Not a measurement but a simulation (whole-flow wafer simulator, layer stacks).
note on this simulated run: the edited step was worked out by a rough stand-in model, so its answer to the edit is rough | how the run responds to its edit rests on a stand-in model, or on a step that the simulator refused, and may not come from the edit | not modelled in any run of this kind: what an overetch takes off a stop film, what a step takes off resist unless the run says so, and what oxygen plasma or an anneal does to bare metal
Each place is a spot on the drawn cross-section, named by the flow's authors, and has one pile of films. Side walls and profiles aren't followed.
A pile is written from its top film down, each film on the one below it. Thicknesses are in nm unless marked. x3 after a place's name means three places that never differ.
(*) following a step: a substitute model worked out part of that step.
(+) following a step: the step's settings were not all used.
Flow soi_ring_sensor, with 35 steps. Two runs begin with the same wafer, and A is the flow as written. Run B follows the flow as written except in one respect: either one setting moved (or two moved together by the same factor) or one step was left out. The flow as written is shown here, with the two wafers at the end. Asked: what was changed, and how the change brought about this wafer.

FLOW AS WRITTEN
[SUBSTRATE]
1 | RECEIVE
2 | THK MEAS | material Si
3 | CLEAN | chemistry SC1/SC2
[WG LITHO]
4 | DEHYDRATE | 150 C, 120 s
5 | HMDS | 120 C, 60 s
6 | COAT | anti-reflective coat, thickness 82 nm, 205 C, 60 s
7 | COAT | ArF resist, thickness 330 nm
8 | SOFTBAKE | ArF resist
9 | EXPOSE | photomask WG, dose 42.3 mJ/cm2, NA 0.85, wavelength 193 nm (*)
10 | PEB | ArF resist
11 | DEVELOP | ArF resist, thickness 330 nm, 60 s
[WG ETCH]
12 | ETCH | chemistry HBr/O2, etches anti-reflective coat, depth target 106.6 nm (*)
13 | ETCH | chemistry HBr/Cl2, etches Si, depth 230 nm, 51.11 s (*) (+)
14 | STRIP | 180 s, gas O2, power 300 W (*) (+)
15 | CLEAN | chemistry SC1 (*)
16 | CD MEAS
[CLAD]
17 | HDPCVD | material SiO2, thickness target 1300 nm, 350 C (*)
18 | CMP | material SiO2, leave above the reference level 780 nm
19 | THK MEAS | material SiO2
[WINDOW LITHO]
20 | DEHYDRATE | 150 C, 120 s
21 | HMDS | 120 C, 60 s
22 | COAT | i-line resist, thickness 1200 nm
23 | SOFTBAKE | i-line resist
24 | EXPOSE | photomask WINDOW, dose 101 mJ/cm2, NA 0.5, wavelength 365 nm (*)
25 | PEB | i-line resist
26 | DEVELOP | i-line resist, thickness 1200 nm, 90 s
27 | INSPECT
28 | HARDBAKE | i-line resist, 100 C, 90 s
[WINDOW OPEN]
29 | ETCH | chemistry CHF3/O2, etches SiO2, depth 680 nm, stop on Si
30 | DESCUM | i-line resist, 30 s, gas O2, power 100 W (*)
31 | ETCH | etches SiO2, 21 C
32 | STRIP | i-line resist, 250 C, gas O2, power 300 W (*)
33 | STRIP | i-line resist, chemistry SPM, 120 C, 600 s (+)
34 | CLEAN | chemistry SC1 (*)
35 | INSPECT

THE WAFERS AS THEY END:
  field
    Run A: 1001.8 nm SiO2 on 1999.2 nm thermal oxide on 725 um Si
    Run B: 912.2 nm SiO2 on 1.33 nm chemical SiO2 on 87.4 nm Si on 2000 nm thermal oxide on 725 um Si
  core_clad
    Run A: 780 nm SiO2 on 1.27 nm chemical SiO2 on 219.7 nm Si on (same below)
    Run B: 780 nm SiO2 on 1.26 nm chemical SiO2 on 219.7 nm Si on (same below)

Cause: step 13, ETCH: depth 132 nm was run, whereas the flow has depth 230 nm; step 13, ETCH: 29.39 s was run, where the flow has 51.11 s.

Step by step, how the change led to this:
  13 | ETCH | chemistry HBr/Cl2, etches Si, depth 230 nm, 51.11 s (*) (+)
      gap, window, field, gap_clad: A Si loses 220 (all of it), thermal oxide loses 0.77 | B Si loses 132
      core, core_clad: A ArF resist loses 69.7 | B ArF resist loses 40.1
  14 | STRIP | 180 s, gas O2, power 300 W (*) (+)
      gap, window, field, gap_clad: A nothing | B chemical SiO2 gains 1.33 (new film), Si loses 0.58
      core, core_clad: A ArF resist loses 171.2 (all of it), anti-reflective coat loses 82 (all of it), chemical SiO2 gains 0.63, Si loses 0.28 | B ArF resist loses 200.8 (all of it), anti-reflective coat loses 82 (all of it), chemical SiO2 gains 0.62, Si loses 0.27
  18 | CMP | material SiO2, leave above the reference level 780 nm
      gap, window, field, gap_clad: A SiO2 loses 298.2 | B SiO2 loses 387.8
